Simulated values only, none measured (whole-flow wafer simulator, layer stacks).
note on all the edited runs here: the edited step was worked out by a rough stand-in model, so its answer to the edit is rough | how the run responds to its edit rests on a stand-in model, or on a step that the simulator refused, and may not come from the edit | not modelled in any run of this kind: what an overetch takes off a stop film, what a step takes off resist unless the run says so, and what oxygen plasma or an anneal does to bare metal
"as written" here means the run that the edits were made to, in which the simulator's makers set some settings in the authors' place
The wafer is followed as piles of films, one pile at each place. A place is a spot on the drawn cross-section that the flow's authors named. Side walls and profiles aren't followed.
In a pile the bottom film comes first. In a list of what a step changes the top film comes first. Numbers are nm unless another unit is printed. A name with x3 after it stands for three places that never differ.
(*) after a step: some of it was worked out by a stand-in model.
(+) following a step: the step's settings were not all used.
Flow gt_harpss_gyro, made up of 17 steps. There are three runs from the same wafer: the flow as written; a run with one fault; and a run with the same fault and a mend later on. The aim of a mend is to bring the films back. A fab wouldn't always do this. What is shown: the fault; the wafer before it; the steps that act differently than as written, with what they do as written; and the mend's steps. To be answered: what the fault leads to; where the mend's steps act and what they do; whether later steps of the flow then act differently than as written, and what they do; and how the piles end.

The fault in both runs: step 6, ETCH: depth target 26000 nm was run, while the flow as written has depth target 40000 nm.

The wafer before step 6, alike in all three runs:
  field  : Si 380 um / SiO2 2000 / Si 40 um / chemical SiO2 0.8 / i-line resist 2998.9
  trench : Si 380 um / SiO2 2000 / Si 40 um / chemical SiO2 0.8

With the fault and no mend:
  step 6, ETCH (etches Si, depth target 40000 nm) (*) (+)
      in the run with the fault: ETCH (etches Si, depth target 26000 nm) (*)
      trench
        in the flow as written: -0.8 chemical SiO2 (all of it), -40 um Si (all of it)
        in the run with the fault: -0.8 chemical SiO2 (all of it), -26 um Si
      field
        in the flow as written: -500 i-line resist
        in the run with the fault: -325 i-line resist
  Steps further on in the flow that do not act as written (3 other steps are not shown; they differ only slightly, by no more than 2% or 0.5 nm, whichever is larger):
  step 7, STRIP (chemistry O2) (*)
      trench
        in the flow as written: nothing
        in the run with the fault: +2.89 chemical SiO2 (new film), -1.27 Si
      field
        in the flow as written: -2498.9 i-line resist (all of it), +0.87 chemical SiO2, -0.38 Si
        in the run with the fault: -2673.9 i-line resist (all of it), +0.89 chemical SiO2, -0.39 Si
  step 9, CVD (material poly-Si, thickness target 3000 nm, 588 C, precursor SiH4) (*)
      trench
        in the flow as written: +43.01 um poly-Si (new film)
        in the run with the fault: +29 um poly-Si (new film)
  The piles end different from the flow's at trench by more than 2% or 0.5 nm, whichever is larger.
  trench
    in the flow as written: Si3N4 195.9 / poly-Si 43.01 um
    in the run with the fault: Si 14 um / chemical SiO2 2.89 / Si3N4 197.9 / poly-Si 29 um

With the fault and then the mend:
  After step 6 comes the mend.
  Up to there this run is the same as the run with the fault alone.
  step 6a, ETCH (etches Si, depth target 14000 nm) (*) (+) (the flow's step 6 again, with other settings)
      field
        -175 i-line resist
      trench
        -14 um Si (all of it)
  Every later step of the flow that is run acts as written at every place that is followed.
  By the end, the piles equal the flow's at every place that both follow.
